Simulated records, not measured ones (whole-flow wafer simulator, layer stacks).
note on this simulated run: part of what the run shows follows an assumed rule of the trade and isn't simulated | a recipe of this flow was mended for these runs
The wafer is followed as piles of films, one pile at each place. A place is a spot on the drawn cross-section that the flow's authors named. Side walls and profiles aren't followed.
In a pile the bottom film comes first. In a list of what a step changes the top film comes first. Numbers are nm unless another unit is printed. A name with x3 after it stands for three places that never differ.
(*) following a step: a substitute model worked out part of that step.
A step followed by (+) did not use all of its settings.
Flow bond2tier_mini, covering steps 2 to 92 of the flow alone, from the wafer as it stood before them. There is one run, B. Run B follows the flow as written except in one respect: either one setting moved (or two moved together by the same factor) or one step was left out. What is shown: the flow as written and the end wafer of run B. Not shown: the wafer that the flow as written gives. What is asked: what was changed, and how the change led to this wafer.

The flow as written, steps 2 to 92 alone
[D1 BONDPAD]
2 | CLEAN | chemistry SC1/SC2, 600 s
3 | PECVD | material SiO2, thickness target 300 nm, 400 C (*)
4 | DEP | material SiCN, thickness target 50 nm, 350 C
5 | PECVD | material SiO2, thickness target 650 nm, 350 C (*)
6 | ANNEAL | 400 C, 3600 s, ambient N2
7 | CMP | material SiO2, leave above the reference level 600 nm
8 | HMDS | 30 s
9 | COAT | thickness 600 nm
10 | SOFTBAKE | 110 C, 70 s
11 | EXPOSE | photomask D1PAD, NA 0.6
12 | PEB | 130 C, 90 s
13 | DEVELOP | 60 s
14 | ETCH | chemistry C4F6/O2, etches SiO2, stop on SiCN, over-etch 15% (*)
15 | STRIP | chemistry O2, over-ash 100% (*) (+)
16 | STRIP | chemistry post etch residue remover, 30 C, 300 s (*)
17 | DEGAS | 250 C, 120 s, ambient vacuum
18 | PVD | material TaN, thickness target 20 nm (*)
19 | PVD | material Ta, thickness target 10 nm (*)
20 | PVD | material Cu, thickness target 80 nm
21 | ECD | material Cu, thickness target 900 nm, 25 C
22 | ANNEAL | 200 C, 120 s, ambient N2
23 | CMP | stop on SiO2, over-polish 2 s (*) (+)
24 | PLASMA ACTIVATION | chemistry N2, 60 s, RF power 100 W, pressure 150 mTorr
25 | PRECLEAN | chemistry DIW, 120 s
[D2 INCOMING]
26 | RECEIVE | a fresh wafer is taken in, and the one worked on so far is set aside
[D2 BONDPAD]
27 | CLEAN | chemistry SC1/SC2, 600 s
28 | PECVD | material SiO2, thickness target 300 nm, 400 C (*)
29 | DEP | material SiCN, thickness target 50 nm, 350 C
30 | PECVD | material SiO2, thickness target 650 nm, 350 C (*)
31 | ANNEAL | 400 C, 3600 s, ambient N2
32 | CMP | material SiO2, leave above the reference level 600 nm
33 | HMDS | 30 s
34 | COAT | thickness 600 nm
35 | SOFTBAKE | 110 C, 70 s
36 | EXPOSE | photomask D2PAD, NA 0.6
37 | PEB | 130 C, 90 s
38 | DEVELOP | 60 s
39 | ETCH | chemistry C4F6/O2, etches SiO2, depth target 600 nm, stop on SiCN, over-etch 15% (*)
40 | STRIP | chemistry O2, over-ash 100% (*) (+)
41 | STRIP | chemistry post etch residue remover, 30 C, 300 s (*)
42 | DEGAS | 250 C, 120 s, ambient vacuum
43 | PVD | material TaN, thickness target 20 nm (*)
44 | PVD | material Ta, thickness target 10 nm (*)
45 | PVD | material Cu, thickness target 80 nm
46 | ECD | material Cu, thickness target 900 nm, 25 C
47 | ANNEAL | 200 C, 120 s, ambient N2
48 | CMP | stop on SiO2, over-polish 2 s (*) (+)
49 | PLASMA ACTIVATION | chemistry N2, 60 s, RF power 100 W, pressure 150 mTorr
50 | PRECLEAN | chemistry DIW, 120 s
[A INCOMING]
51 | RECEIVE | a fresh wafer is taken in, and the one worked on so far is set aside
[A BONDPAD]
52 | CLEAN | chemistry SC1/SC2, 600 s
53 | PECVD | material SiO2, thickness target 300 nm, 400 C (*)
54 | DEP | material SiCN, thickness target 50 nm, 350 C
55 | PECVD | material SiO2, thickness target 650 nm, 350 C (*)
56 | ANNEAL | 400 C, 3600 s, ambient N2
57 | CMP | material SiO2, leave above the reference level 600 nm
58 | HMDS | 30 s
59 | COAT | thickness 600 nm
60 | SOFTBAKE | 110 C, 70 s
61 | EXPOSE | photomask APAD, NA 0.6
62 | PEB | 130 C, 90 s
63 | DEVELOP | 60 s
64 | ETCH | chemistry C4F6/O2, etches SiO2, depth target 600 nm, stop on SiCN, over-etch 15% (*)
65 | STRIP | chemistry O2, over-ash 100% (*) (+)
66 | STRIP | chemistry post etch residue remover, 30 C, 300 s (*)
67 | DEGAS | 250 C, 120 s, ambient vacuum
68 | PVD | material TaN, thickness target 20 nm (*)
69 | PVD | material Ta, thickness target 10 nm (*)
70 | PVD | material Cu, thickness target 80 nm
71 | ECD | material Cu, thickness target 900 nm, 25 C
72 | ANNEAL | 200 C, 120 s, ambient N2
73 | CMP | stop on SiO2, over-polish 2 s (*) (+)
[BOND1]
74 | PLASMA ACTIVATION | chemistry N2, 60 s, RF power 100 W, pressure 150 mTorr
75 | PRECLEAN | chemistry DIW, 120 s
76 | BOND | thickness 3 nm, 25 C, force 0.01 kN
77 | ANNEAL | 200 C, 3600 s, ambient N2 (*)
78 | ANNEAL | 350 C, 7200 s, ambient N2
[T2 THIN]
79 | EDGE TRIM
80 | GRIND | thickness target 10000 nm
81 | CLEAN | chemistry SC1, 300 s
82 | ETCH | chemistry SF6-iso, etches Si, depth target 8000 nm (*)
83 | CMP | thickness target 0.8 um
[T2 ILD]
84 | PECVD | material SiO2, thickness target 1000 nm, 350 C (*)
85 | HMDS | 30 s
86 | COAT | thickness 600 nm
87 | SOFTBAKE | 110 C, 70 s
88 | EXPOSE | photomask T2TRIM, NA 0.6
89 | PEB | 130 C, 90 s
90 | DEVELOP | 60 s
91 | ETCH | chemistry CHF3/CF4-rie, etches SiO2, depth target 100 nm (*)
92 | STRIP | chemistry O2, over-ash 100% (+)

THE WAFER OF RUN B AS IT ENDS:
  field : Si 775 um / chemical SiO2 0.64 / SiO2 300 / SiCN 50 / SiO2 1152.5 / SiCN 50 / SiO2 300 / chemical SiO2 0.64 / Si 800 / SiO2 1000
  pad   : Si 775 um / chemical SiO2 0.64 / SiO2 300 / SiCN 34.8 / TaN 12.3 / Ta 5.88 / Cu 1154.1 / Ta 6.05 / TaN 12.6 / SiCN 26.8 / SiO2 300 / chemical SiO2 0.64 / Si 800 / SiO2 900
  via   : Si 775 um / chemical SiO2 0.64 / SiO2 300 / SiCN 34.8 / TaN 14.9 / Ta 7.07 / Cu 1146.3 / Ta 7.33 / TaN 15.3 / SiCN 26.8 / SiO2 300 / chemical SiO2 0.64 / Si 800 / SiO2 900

Cause: step 5, PECVD: thickness target 552.5 nm was run, while the flow as written has thickness target 650 nm.

How this came from the change, step by step:
  5 | PECVD | material SiO2, thickness target 650 nm, 350 C (*)
      field, pad, via: SiO2 gains 552.5 (new film) (as written it would have been: SiO2 gains 650 (new film))
  7 | CMP | material SiO2, leave above the reference level 600 nm
      field, pad, via: nothing (as written it would have been: SiO2 loses 50)
  14 | ETCH | chemistry C4F6/O2, etches SiO2, stop on SiCN, over-etch 15% (*)
      pad, via: SiO2 loses 552.5 (all of it), SiCN loses 23.2 (as written it would have been: SiO2 loses 600 (all of it), SiCN loses 15.2)
      field: thick-KrF-resist loses 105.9 (as written it would have been: thick-KrF-resist loses 115)
  20 | PVD | material Cu, thickness target 80 nm
      pad: Cu gains 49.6 (new film) (as written it would have been: Cu gains 48.4 (new film))
      via: Cu gains 60.9 (new film) (as written it would have been: Cu gains 59 (new film))
  21 | ECD | material Cu, thickness target 900 nm, 25 C
      pad: Cu gains 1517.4 (as written it would have been: Cu gains 1558.7)
      via: Cu gains 1502.1 (as written it would have been: Cu gains 1544.3)
  76 | BOND | thickness 3 nm, 25 C, force 0.01 kN
      field: Si gains 775 um (new film), chemical SiO2 gains 0.64 (new film), SiO2 gains 300 (new film), SiCN gains 50 (new film), SiO2 gains 552.5 (as written it would have been: Si gains 775 um (new film), chemical SiO2 gains 0.64 (new film), SiO2 gains 300 (new film), SiCN gains 50 (new film), SiO2 gains 600)
      pad: Si gains 775 um (new film), chemical SiO2 gains 0.64 (new film), SiO2 gains 300 (new film), SiCN gains 26.8 (new film), TaN gains 12.6 (new film), Ta gains 6.05 (new film), Cu gains 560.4 (as written it would have been: Si gains 775 um (new film), chemical SiO2 gains 0.64 (new film), SiO2 gains 300 (new film), SiCN gains 34.8 (new film), TaN gains 12.3 (new film), Ta gains 5.88 (new film), Cu gains 600.4)
      (also at 1 further place)
